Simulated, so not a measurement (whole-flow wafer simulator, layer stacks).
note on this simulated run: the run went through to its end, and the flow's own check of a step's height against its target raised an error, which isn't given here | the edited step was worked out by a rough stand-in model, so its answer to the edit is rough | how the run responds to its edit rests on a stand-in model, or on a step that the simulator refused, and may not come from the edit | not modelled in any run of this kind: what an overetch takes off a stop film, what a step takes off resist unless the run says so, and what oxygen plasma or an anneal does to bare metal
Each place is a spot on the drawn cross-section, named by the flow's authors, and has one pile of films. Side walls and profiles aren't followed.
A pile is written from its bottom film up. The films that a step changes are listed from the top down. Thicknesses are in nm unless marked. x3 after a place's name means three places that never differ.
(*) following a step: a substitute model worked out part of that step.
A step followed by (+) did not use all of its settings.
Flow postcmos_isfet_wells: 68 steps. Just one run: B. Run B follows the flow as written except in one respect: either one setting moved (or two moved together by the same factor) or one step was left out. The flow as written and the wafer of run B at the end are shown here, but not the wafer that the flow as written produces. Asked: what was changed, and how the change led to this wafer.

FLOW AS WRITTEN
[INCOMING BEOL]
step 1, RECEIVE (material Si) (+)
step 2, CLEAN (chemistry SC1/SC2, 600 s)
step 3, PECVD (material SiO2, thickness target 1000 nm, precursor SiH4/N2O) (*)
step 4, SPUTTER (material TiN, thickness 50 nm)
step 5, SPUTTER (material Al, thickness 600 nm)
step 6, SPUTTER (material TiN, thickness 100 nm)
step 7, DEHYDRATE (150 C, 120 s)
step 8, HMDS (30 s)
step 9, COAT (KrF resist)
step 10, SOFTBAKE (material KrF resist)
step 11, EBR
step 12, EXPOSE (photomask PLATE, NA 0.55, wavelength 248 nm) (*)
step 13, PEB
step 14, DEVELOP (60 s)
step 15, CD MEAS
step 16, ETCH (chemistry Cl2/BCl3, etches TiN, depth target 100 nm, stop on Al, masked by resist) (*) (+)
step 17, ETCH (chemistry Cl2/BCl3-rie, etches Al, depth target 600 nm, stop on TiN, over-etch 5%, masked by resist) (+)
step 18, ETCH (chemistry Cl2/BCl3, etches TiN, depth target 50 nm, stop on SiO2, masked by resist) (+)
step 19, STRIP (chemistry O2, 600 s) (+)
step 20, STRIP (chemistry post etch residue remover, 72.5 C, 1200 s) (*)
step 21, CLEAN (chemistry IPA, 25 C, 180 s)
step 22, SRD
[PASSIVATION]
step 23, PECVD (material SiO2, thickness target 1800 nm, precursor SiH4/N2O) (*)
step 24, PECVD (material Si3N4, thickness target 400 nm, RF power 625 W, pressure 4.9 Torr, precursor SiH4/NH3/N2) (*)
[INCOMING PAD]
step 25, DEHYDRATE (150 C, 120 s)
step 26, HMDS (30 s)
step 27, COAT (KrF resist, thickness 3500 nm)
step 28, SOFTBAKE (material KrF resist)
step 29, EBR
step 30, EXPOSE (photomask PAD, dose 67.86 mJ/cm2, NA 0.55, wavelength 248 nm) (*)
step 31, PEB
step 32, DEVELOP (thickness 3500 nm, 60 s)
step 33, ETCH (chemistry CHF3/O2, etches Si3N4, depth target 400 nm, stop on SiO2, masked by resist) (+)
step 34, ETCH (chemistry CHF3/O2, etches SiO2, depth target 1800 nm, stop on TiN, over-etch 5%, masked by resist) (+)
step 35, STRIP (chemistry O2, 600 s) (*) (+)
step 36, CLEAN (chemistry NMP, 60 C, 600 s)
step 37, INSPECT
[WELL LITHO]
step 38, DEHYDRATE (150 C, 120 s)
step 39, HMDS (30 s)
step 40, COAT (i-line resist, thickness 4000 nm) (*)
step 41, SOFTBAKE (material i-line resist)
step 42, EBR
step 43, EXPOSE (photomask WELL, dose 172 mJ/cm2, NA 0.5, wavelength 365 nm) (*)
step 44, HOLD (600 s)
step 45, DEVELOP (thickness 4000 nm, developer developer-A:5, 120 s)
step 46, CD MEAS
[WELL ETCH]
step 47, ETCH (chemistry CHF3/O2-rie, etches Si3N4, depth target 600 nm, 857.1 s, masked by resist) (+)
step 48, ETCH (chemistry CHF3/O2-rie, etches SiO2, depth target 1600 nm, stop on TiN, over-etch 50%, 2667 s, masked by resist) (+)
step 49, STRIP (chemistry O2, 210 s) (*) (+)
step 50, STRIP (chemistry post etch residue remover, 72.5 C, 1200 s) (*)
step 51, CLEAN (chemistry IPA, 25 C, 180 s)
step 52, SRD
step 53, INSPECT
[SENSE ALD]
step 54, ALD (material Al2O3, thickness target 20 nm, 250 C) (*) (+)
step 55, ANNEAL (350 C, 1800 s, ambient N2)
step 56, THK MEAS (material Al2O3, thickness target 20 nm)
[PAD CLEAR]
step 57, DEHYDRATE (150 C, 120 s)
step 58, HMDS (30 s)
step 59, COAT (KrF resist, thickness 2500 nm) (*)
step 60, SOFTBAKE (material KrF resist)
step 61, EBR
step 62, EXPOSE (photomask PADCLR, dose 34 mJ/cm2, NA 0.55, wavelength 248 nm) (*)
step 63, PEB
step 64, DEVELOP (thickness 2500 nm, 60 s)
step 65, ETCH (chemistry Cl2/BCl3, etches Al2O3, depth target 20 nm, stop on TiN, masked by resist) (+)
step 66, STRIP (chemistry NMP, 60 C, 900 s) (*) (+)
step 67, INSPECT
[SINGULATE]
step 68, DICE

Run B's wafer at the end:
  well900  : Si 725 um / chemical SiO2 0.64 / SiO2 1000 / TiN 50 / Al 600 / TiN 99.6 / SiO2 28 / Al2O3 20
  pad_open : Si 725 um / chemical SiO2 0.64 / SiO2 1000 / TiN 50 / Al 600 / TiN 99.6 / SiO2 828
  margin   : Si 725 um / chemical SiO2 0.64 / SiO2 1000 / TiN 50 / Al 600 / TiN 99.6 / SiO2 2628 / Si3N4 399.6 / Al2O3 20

What caused this: step 23, PECVD: thickness target 2628 nm was run, whereas the flow has thickness target 1800 nm.
One can read it off the wafer: margin has SiO2 2628, and step 23 as written asks for 1800 nm.

The path from the change to this, step by step:
  step 23, PECVD (material SiO2, thickness target 1800 nm, precursor SiH4/N2O) (*)
      margin, well900, well1300 x3, pad_rim, pad_clr, pad_open: +2628 SiO2 (new film) (as written it would have been: +1800 SiO2 (new film))
      field: +2628 SiO2 (new film), +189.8 void (new film), +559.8 SiO2 (as written it would have been: +1800 SiO2 (new film), +189.9 void (new film), +559.7 SiO2)
  step 34, ETCH (chemistry CHF3/O2, etches SiO2, depth target 1800 nm, stop on TiN, over-etch 5%, masked by resist) (+)
      pad_open: -1800 SiO2 (as written it would have been: -1800 SiO2 (all of it))
  step 48, ETCH (chemistry CHF3/O2-rie, etches SiO2, depth target 1600 nm, stop on TiN, over-etch 50%, 2667 s, masked by resist) (+)
      well900, well1300 x3: -2400 SiO2 (as written it would have been: -1600 SiO2 (all of it))
  step 59, COAT (KrF resist, thickness 2500 nm) (*)
      field: +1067 KrF resist (new film) (as written it would have been: +1449 KrF resist (new film))
      margin: +1066.9 KrF resist (new film) (as written it would have been: +1448.9 KrF resist (new film))
  step 63, PEB
      field, margin: -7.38 KrF resist (as written it would have been: -10.1 KrF resist)
  step 66, STRIP (chemistry NMP, 60 C, 900 s) (*) (+)
      field: -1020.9 KrF resist (all of it) (as written it would have been: -1400.1 KrF resist (all of it))
      margin: -1020.8 KrF resist (all of it) (as written it would have been: -1400.1 KrF resist (all of it))
